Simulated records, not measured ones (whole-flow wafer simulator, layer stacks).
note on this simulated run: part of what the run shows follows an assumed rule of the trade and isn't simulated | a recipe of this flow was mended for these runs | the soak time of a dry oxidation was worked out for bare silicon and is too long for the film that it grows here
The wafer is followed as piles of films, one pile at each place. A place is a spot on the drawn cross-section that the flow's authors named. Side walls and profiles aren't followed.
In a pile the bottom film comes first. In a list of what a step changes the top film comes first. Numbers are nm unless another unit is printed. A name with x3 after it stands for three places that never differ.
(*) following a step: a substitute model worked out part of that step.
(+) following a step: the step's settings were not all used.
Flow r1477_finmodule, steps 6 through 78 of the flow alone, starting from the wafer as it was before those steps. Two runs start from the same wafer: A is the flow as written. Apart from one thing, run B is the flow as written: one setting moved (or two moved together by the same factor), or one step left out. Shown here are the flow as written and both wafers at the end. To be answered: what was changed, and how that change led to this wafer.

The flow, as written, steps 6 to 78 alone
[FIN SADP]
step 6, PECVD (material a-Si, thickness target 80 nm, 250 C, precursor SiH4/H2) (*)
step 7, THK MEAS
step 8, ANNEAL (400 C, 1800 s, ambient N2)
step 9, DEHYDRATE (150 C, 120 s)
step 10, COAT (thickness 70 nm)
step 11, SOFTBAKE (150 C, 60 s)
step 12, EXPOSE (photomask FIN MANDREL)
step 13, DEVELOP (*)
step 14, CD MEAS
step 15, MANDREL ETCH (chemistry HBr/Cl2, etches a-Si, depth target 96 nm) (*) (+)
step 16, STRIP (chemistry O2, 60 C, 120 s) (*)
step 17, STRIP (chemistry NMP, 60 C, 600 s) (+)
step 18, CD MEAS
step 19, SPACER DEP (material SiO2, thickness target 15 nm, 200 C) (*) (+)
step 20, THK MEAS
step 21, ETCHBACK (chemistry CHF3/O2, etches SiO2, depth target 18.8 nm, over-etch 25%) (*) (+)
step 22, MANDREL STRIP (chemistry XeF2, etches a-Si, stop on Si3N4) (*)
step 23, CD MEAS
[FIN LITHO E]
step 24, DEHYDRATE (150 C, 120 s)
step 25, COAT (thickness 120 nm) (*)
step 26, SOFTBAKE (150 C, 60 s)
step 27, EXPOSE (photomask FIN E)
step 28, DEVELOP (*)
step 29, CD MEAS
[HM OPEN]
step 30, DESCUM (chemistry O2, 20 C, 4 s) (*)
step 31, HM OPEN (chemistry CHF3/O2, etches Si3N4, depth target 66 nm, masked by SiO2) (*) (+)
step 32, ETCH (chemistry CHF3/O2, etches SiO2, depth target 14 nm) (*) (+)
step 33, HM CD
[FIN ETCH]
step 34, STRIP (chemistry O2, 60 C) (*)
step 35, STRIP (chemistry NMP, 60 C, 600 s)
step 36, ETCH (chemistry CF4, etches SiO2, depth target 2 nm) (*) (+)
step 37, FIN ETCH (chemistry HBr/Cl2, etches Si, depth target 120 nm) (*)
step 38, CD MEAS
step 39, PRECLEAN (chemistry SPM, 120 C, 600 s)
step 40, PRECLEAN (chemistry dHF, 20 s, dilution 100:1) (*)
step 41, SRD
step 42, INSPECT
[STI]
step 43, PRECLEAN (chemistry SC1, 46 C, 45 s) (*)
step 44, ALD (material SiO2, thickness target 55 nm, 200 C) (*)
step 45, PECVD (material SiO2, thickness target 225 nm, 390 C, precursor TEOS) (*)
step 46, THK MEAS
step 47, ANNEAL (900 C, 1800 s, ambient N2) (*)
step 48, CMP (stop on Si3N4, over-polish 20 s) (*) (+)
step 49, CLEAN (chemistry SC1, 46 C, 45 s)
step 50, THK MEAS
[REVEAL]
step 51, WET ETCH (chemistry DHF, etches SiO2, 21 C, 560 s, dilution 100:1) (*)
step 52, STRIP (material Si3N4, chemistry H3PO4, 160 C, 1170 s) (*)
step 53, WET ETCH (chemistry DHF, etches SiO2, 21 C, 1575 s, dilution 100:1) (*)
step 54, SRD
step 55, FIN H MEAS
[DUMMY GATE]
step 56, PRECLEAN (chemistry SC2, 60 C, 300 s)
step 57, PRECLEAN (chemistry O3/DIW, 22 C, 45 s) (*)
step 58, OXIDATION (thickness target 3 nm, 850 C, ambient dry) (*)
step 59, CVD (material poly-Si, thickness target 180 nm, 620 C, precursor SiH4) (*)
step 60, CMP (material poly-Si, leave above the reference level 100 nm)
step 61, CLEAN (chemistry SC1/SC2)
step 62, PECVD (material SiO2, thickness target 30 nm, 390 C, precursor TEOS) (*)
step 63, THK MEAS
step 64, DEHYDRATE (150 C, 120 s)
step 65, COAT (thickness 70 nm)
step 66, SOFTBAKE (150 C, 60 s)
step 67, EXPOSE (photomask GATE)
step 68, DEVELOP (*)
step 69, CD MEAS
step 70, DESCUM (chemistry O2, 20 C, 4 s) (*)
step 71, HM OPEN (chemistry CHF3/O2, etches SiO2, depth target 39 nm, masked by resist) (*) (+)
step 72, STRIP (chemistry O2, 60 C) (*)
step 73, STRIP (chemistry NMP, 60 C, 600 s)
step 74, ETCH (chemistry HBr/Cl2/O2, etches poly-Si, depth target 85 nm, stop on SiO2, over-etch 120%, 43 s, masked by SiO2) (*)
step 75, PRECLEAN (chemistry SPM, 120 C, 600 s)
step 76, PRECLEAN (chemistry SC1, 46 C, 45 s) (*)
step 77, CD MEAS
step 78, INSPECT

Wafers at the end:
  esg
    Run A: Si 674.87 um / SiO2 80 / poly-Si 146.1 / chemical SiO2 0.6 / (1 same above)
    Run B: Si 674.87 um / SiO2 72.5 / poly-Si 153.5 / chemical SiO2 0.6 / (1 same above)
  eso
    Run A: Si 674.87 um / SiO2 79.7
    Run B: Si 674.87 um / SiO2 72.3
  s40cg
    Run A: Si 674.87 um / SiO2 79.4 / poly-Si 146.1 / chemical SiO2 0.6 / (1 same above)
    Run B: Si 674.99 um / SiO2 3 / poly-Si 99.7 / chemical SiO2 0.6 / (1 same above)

Cause: step 22, MANDREL STRIP: chemistry XeF2, etches a-Si, stop on Si3N4 (*), was skipped.

Step by step, how the change led to this:
  step 25, COAT (thickness 120 nm) (*)
      s40cg, s40co: A e-beam-resist gains 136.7 (new film) | B e-beam-resist gains 64.2 (new film)
      s40sg, s40so: A e-beam-resist gains 142.6 (new film) | B e-beam-resist gains 149.1 (new film)
      (and at 8 other places as well)
  step 28, DEVELOP (*)
      s40cg, s40co: A e-beam-resist loses 136.7 (all of it) | B e-beam-resist loses 64.2 (all of it)
      s40sg, s40so: A e-beam-resist loses 142.6 (all of it) | B e-beam-resist loses 149.1 (all of it)
      (and at 8 other places as well)
  step 31, HM OPEN (chemistry CHF3/O2, etches Si3N4, depth target 66 nm, masked by SiO2) (*) (+)
      s40cg, s45cg, s50cg, s40co, s45co, s50co: A Si3N4 loses 60 (all of it), SiO2 loses 3 | B a-Si loses 22
  step 32, ETCH (chemistry CHF3/O2, etches SiO2, depth target 14 nm) (*) (+)
      s40cg, s45cg, s50cg, s40co, s45co, s50co: A SiO2 loses 7 (all of it), Si loses 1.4 | B a-Si loses 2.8
  step 34, STRIP (chemistry O2, 60 C) (*)
      s40cg, s45cg, s50cg, s40co, s45co, s50co: A chemical SiO2 gains 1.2 (new film), Si loses 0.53 | B chemical SiO2 gains 1.2 (new film), a-Si loses 0.53
  step 36, ETCH (chemistry CF4, etches SiO2, depth target 2 nm) (*) (+)
      elg x4, elo x4: A Si3N4 loses 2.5 | B nothing
      s40cg, s45cg, s50cg, s40co, s45co, s50co: A chemical SiO2 loses 1.2 (all of it), Si loses 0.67 | B chemical SiO2 loses 1.2 (all of it), a-Si loses 0.67
  step 37, FIN ETCH (chemistry HBr/Cl2, etches Si, depth target 120 nm) (*)
      s40cg, s45cg, s50cg, s40co, s45co, s50co: A Si loses 120 | B a-Si loses 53 (all of it), Si3N4 loses 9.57
  step 39, PRECLEAN (chemistry SPM, 120 C, 600 s)
      s40cg, s45cg, s50cg, s40co, s45co, s50co: A chemical SiO2 gains 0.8 (new film), Si loses 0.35 | B nothing
  step 40, PRECLEAN (chemistry dHF, 20 s, dilution 100:1) (*)
      s40cg, s45cg, s50cg, s40co, s45co, s50co: A chemical SiO2 loses 0.8 (all of it) | B Si3N4 loses 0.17
  step 43, PRECLEAN (chemistry SC1, 46 C, 45 s) (*)
      s40cg, s45cg, s50cg, s40co, s45co, s50co: A chemical SiO2 gains 0.48 (new film), Si loses 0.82 | B nothing
  step 44, ALD (material SiO2, thickness target 55 nm, 200 C) (*)
      s40cg, s45cg, s50cg, s40co, s45co, s50co: A SiO2 gains 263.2 (new film) | B SiO2 gains 55 (new film)
      s40sg, s45sg, s50sg, s40so, s45so, s50so: A SiO2 gains 263.8 (new film) | B SiO2 gains 239.2 (new film)
  step 48, CMP (stop on Si3N4, over-polish 20 s) (*) (+)
      s40cg, s45cg, s50cg, s40co, s45co, s50co: A SiO2 loses 288.1 | B SiO2 loses 269.9 (all of it), Si3N4 loses 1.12
      elg x4, esg, e40sg and 10 more: A SiO2 loses 247.6 | B SiO2 loses 257.5
      (and at 8 other places as well)
  step 51, WET ETCH (chemistry DHF, etches SiO2, 21 C, 560 s, dilution 100:1) (*)
      s40cg, s45cg, s50cg, s40co, s45co, s50co: A SiO2 loses 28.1 | B Si3N4 loses 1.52
      elg x4, elo x4: A SiO2 loses 22.3 (all of it), Si3N4 loses 0.41 | B SiO2 loses 12.3 (all of it), Si3N4 loses 0.91
  step 52, STRIP (material Si3N4, chemistry H3PO4, 160 C, 1170 s) (*)
      s40cg, s45cg, s50cg, s40co, s45co, s50co: A SiO2 loses 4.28 | B Si3N4 loses 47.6 (all of it), SiO2 loses 1.72
      elg x4, elo x4: A Si3N4 loses 33.9 (all of it), SiO2 loses 2.15 | B Si3N4 loses 35.9 (all of it), SiO2 loses 2.09
  step 53, WET ETCH (chemistry DHF, etches SiO2, 21 C, 1575 s, dilution 100:1) (*)
      s40cg, s45cg, s50cg, s40co, s45co, s50co: A SiO2 loses 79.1 | B SiO2 loses 8.28 (all of it)
  step 57, PRECLEAN (chemistry O3/DIW, 22 C, 45 s) (*)
      s40cg, s45cg, s50cg, s40co, s45co, s50co: A nothing | B chemical SiO2 gains 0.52, Si loses 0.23
  ... another 3 steps ...
  step 74, ETCH (chemistry HBr/Cl2/O2, etches poly-Si, depth target 85 nm, stop on SiO2, over-etch 120%, 43 s, masked by SiO2) (*)
      eso, e40so, e100so, e200so, s40so, s45so, s50so: A chemical SiO2 loses 1.12 (all of it), poly-Si loses 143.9 (all of it), SiO2 loses 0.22 | B chemical SiO2 loses 1.12 (all of it), poly-Si loses 151.3 (all of it), SiO2 loses 0.18
      s40co, s45co, s50co: A chemical SiO2 loses 1.12 (all of it), poly-Si loses 143.9 (all of it), SiO2 loses 0.22 | B chemical SiO2 loses 1.12 (all of it), poly-Si loses 97.6 (all of it), SiO2 loses 0.45
      (and at 1 other place as well)
